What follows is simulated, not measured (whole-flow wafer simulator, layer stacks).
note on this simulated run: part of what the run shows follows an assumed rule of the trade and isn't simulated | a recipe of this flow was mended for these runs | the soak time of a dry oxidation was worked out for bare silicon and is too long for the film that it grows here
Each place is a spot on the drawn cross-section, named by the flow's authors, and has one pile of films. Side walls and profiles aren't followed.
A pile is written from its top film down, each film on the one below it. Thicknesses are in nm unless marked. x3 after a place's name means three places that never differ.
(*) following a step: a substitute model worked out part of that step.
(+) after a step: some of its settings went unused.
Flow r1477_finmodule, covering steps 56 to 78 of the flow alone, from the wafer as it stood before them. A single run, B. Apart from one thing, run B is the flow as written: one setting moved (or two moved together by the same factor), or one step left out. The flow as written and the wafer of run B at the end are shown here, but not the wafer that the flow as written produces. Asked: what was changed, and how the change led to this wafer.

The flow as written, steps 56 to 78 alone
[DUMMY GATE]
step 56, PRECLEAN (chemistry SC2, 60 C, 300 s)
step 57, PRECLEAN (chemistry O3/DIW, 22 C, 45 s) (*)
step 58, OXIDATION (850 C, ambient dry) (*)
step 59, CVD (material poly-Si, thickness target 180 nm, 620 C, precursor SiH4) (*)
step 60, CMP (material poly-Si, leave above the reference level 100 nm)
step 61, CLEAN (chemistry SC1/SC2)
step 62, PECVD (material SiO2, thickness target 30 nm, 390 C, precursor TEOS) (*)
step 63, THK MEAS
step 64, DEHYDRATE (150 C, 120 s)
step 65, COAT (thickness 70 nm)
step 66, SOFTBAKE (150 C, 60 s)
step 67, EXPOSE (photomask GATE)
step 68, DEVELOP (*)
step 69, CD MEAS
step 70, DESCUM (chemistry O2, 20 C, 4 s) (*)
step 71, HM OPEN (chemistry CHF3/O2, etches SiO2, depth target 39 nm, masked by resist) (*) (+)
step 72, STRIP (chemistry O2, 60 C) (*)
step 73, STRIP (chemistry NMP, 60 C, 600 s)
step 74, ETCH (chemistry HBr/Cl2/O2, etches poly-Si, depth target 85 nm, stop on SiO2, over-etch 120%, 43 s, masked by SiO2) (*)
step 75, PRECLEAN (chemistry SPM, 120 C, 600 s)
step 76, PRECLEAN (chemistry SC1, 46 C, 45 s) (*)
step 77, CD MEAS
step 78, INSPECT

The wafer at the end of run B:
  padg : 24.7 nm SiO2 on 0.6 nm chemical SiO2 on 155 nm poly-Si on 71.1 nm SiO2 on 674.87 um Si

Cause: step 62, PECVD: thickness target 32.2 nm was run, though the flow has thickness target 30 nm.

How this came from the change, step by step:
  step 62, PECVD (material SiO2, thickness target 30 nm, 390 C, precursor TEOS) (*)
      pad, padg, elg x7 and 27 more: +32.2 SiO2 (new film) (it would be, as written: +30 SiO2 (new film))
  step 71, HM OPEN (chemistry CHF3/O2, etches SiO2, depth target 39 nm, masked by resist) (*) (+)
      pad, elo x7, eso x6, e200so, s40co x3: -32.2 SiO2 (all of it), -0.6 chemical SiO2 (all of it), -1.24 poly-Si (it would be, as written: -30 SiO2 (all of it), -0.6 chemical SiO2 (all of it), -1.68 poly-Si)
